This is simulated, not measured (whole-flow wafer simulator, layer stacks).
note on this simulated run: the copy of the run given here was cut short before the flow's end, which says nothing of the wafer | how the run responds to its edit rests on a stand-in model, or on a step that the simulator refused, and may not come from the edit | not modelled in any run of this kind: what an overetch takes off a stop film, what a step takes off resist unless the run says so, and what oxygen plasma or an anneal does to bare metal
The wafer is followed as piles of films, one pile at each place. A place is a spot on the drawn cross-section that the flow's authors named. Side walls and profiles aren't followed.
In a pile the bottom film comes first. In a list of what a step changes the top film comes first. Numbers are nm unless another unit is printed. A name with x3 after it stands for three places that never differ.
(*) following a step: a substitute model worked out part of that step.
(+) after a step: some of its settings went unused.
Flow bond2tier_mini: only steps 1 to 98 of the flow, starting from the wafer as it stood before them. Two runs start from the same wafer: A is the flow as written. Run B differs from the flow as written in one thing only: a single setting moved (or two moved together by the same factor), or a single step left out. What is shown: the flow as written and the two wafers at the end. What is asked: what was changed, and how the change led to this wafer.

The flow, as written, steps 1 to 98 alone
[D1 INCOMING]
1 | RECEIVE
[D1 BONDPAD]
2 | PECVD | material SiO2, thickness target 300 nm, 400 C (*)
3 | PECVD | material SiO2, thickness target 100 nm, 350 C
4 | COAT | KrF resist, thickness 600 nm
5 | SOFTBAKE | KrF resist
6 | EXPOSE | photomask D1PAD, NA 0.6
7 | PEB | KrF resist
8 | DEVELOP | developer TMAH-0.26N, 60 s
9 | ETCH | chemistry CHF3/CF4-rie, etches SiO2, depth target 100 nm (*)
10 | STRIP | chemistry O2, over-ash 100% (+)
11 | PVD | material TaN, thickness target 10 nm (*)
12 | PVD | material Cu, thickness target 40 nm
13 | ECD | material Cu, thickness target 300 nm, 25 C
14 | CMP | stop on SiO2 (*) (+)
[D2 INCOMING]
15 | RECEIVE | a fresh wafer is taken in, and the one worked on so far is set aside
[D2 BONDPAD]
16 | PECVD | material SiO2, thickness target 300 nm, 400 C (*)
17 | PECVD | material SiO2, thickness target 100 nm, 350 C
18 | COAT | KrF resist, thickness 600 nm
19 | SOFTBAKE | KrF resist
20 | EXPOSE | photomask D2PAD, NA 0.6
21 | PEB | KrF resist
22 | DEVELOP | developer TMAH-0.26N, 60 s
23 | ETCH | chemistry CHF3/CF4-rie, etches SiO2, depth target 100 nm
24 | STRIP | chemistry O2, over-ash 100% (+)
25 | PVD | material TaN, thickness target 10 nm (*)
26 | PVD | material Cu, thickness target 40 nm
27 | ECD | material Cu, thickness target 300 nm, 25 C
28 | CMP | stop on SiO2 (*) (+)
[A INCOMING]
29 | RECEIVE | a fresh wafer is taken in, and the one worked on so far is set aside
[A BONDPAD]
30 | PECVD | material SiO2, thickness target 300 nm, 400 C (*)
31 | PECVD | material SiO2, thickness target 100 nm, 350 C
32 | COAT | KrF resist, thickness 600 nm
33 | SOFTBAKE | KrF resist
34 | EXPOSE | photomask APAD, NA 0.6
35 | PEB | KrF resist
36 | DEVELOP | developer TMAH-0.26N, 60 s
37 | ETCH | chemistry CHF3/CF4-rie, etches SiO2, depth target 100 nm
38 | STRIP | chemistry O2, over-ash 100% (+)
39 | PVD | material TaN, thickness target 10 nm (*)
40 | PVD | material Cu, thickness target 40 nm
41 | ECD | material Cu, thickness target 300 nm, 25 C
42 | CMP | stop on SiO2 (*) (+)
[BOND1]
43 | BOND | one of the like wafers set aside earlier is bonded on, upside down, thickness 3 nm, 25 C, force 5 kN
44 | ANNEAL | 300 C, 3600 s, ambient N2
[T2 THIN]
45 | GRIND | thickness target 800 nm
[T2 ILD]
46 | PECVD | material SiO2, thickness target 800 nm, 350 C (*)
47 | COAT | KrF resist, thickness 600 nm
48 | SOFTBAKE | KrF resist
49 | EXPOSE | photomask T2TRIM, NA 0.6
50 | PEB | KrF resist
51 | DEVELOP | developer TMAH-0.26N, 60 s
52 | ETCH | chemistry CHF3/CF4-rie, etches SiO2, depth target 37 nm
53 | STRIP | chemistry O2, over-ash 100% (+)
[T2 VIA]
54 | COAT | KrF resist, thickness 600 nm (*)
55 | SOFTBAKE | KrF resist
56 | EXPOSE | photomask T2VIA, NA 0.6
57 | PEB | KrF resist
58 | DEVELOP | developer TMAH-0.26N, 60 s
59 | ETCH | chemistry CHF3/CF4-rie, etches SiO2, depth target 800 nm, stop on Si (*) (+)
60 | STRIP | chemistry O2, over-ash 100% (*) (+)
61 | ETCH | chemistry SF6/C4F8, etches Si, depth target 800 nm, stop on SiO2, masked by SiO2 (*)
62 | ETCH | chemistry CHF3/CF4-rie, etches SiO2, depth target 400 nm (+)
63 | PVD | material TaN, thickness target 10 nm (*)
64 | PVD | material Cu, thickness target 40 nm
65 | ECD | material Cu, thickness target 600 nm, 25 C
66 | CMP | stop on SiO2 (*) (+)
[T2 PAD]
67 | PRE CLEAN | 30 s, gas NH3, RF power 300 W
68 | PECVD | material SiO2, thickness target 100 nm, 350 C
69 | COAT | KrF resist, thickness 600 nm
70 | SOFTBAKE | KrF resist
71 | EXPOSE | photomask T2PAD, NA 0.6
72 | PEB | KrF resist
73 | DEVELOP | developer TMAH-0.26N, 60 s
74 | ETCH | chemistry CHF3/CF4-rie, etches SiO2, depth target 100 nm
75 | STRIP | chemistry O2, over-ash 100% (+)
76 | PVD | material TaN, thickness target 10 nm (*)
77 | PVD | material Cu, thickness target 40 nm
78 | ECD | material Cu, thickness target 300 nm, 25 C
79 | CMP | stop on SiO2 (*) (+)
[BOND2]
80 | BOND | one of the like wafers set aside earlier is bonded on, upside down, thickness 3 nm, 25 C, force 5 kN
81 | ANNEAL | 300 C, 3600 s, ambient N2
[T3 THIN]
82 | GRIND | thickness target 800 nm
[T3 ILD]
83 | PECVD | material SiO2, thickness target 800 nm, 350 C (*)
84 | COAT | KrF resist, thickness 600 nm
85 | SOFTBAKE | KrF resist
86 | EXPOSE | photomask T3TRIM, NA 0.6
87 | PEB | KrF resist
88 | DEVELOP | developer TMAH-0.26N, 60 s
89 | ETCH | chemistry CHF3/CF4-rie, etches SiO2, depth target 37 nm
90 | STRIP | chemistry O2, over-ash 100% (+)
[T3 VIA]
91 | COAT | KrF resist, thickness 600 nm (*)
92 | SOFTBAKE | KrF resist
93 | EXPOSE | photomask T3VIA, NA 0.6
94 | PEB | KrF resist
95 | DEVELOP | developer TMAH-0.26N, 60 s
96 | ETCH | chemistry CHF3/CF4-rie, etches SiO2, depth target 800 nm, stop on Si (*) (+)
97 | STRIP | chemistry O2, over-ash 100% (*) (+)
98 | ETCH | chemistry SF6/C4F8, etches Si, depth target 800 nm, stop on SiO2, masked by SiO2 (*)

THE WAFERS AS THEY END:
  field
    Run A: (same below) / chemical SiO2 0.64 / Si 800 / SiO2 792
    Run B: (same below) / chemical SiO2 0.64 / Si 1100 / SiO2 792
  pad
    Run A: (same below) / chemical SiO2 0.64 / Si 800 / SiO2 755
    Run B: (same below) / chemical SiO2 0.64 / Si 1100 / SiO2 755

Cause: step 82, GRIND: thickness target 1100 nm was run, though the flow has thickness target 800 nm.
One can read it off the wafer: field has Si 1100, and step 82 as written asks for 800 nm.

Step by step, how the change led to this:
  82 | GRIND | thickness target 800 nm
      field, pad: A -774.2 um Si | B -773.9 um Si
